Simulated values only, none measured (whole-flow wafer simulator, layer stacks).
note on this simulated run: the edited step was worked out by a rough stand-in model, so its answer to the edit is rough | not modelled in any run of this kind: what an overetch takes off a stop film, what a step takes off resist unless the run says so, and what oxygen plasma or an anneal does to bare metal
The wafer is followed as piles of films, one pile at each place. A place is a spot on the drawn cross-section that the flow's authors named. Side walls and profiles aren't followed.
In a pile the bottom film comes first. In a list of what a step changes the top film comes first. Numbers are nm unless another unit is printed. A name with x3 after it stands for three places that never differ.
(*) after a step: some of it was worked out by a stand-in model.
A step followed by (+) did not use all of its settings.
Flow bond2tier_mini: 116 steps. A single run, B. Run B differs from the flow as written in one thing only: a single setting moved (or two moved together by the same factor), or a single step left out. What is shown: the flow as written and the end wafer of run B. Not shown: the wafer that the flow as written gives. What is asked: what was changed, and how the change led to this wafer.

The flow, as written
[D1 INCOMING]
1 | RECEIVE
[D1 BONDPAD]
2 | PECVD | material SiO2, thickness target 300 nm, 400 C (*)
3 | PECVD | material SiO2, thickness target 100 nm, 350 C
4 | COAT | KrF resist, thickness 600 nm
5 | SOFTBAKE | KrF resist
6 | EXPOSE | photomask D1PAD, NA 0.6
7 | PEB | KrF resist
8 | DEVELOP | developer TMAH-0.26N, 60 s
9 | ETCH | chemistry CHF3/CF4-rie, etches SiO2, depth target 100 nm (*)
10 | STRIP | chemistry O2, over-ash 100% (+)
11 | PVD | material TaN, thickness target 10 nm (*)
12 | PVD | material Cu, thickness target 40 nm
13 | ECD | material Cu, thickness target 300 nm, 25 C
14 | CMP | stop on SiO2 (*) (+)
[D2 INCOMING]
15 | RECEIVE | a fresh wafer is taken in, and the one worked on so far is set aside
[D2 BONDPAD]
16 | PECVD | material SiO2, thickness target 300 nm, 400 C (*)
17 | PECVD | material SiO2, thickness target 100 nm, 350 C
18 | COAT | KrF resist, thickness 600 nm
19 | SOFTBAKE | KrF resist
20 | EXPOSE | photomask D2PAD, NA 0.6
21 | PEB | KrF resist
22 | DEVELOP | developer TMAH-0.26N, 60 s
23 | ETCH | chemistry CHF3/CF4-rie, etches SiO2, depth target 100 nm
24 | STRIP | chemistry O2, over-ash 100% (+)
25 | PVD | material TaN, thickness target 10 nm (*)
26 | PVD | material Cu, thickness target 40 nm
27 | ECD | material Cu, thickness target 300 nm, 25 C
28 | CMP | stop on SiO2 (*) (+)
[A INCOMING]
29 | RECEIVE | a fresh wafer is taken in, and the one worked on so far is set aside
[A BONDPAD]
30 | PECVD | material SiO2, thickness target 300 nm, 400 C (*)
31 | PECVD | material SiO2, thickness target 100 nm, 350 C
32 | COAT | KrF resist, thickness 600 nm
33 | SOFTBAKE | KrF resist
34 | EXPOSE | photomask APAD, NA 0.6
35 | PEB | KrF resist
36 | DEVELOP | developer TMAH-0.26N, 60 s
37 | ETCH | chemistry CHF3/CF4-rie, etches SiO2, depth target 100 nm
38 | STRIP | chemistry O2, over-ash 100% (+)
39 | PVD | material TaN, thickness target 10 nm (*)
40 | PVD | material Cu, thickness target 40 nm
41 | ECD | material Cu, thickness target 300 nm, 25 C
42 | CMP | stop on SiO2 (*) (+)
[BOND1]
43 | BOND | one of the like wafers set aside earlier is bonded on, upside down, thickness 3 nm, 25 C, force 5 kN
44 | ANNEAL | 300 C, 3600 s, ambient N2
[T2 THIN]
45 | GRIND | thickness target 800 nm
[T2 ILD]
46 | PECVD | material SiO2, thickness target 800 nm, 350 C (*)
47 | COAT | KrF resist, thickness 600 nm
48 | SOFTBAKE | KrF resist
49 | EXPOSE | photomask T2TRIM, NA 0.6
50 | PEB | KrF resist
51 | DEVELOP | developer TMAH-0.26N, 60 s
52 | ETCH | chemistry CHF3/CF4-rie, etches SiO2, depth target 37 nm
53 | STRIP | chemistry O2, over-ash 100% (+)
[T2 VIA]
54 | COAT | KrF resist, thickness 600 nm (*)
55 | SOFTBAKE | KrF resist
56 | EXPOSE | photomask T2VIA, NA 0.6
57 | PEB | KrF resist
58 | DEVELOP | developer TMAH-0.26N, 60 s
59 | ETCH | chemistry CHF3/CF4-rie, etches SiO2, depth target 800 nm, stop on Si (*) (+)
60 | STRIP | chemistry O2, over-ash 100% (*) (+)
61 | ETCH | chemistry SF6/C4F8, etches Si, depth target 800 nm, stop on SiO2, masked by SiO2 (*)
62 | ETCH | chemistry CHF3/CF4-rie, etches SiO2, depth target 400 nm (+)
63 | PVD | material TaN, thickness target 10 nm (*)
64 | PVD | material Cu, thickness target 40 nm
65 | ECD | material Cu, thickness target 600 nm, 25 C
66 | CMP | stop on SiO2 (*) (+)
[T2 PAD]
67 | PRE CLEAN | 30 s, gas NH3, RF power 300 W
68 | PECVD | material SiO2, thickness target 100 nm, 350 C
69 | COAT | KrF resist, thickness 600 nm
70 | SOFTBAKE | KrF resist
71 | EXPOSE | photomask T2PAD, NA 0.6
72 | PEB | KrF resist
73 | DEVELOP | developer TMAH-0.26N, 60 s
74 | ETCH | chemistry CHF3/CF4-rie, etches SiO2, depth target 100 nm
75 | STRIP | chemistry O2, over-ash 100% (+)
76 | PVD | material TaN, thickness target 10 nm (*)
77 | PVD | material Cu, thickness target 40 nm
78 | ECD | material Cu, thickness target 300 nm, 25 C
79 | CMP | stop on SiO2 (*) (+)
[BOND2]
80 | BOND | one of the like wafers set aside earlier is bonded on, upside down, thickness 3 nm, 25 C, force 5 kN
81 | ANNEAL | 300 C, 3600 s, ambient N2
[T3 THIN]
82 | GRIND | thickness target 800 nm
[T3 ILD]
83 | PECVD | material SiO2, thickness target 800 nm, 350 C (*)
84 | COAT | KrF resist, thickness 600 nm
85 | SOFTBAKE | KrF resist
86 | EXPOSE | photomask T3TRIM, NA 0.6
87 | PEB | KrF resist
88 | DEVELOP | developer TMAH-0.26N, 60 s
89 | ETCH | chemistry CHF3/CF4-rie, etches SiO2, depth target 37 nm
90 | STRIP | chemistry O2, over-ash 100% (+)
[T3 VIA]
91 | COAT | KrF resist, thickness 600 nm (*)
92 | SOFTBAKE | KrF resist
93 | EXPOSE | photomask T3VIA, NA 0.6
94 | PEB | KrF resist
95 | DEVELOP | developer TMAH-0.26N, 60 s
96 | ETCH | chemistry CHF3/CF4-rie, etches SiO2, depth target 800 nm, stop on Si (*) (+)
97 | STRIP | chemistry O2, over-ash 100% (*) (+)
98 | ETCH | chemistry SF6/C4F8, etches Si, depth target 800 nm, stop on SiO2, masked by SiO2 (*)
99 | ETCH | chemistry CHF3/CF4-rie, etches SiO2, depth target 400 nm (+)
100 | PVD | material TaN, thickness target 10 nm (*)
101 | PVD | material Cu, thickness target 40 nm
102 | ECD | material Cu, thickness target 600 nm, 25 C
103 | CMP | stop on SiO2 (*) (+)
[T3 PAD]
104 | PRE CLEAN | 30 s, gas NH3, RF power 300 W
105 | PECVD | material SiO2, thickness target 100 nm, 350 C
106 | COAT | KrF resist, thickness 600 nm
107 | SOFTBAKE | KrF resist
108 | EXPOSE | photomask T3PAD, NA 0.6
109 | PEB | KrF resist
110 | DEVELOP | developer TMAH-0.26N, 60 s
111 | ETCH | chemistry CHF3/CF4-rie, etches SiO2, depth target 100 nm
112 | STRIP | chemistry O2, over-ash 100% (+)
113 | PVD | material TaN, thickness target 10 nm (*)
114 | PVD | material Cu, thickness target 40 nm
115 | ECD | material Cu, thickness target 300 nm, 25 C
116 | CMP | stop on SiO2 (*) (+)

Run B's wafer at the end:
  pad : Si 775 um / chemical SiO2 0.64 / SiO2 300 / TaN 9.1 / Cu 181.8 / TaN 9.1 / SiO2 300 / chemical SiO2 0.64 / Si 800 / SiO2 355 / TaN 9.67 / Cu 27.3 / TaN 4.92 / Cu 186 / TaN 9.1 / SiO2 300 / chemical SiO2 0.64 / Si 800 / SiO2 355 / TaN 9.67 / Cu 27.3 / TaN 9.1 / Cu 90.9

Cause: step 76, PVD: thickness target 5.4 nm was run, whereas the flow has thickness target 10 nm.

How this came from the change, step by step:
  76 | PVD | material TaN, thickness target 10 nm (*)
      field: +5.4 TaN (new film) (as written it would have been: +10 TaN (new film))
      pad: +4.92 TaN (new film) (as written it would have been: +9.1 TaN (new film))
  79 | CMP | stop on SiO2 (*) (+)
      field: -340 Cu (all of it), -5.4 TaN (all of it) (as written it would have been: -340 Cu (all of it), -10 TaN (all of it))
